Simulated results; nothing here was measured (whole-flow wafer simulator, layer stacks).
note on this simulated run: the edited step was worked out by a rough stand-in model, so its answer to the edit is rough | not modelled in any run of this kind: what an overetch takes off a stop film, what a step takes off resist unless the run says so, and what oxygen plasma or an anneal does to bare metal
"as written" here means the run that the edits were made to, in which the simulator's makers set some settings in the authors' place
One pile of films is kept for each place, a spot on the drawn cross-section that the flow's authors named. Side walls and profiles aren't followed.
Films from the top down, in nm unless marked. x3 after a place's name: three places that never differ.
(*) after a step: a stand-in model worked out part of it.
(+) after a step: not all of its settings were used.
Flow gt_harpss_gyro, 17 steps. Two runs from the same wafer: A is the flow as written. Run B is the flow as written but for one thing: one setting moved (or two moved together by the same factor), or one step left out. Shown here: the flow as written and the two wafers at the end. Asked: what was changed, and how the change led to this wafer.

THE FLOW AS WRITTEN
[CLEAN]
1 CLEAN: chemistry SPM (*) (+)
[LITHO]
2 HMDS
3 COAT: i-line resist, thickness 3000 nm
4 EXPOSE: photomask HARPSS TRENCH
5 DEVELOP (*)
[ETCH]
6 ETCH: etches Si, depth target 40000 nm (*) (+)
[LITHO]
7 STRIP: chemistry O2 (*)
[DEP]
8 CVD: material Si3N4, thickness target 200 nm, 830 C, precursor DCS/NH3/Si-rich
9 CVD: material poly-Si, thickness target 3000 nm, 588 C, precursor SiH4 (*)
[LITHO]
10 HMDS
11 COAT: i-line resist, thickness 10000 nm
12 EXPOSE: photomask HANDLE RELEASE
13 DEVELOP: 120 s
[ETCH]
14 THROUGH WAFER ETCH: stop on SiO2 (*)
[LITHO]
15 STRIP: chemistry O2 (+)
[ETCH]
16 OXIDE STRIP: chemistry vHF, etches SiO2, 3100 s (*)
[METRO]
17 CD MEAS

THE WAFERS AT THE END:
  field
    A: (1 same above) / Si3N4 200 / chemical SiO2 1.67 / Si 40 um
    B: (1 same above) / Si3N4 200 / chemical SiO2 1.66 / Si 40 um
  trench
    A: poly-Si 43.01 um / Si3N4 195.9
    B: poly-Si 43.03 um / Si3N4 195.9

The cause: step 6, ETCH: depth target 43280 nm was run, where the flow has depth target 40000 nm.

How the change led to this, step by step:
  6 ETCH: etches Si, depth target 40000 nm (*) (+)
      trench: A chemical SiO2 -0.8 (all of it), Si -40 um (all of it) | B chemical SiO2 -0.8 (all of it), Si -40 um (all of it), SiO2 -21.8
      field: A i-line resist -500 | B i-line resist -540.9
  9 CVD: material poly-Si, thickness target 3000 nm, 588 C, precursor SiH4 (*)
      trench: A poly-Si +43.01 um (new film) | B poly-Si +43.03 um (new film)
